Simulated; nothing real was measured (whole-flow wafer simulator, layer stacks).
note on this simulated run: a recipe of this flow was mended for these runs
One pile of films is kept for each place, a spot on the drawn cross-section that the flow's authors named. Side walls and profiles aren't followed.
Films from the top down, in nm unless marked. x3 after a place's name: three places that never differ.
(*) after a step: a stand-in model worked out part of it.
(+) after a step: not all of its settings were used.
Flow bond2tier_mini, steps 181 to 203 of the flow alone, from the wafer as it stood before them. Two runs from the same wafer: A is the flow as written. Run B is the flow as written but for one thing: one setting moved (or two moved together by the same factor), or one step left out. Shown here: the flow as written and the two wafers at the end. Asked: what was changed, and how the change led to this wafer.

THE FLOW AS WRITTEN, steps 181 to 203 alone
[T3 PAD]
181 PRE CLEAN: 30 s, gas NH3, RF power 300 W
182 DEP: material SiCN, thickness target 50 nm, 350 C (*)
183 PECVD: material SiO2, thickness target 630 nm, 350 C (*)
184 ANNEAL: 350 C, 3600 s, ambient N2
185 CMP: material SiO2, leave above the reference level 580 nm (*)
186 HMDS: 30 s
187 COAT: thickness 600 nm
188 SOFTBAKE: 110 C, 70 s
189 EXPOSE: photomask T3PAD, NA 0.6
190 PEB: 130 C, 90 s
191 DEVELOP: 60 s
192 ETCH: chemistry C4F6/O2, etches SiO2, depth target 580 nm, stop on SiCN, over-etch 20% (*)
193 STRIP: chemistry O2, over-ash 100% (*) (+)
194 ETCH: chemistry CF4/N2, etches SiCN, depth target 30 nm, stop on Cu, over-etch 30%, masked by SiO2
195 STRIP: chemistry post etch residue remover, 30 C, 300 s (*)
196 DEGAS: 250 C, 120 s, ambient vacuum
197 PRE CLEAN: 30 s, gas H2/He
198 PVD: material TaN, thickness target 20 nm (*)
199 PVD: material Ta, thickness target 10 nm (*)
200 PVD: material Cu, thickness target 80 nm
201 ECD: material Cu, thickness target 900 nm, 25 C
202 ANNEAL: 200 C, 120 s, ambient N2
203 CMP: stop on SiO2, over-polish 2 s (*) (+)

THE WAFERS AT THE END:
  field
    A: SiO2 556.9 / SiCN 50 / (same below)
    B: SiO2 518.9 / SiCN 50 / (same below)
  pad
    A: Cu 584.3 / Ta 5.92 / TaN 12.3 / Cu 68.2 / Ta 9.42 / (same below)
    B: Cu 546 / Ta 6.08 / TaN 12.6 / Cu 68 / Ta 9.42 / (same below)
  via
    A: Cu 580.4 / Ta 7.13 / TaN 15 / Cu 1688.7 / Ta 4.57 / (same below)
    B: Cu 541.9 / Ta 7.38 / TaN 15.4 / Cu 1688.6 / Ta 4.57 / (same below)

The cause: step 183, PECVD: thickness target 539.3 nm was run, where the flow has thickness target 630 nm.

How the change led to this, step by step:
  183 PECVD: material SiO2, thickness target 630 nm, 350 C (*)
      field, pad, via: A SiO2 +630 (new film) | B SiO2 +539.3 (new film)
  185 CMP: material SiO2, leave above the reference level 580 nm (*)
      pad, via: A SiO2 -50 | B nothing
      field: A SiO2 -47.1 | B nothing
  192 ETCH: chemistry C4F6/O2, etches SiO2, depth target 580 nm, stop on SiCN, over-etch 20% (*)
      pad, via: A SiO2 -580 (all of it), SiCN -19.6 | B SiO2 -539.3 (all of it), SiCN -26.4
      field: A thick-KrF-resist -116 | B thick-KrF-resist -107.9
  193 STRIP: chemistry O2, over-ash 100% (*) (+)
      field: A thick-KrF-resist -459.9 (all of it) | B thick-KrF-resist -469.3 (all of it)
  194 ETCH: chemistry CF4/N2, etches SiCN, depth target 30 nm, stop on Cu, over-etch 30%, masked by SiO2
      pad, via: A SiCN -30.4 (all of it), Cu -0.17 | B SiCN -23.6 (all of it), Cu -0.31
      field: A SiO2 -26 | B SiO2 -20.4
  200 PVD: material Cu, thickness target 80 nm
      pad: A Cu +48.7 (new film) | B Cu +49.9 (new film)
      via: A Cu +59.4 (new film) | B Cu +61.3 (new film)
  201 ECD: material Cu, thickness target 900 nm, 25 C
      pad: A Cu +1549 | B Cu +1509.4
      via: A Cu +1534.4 | B Cu +1494
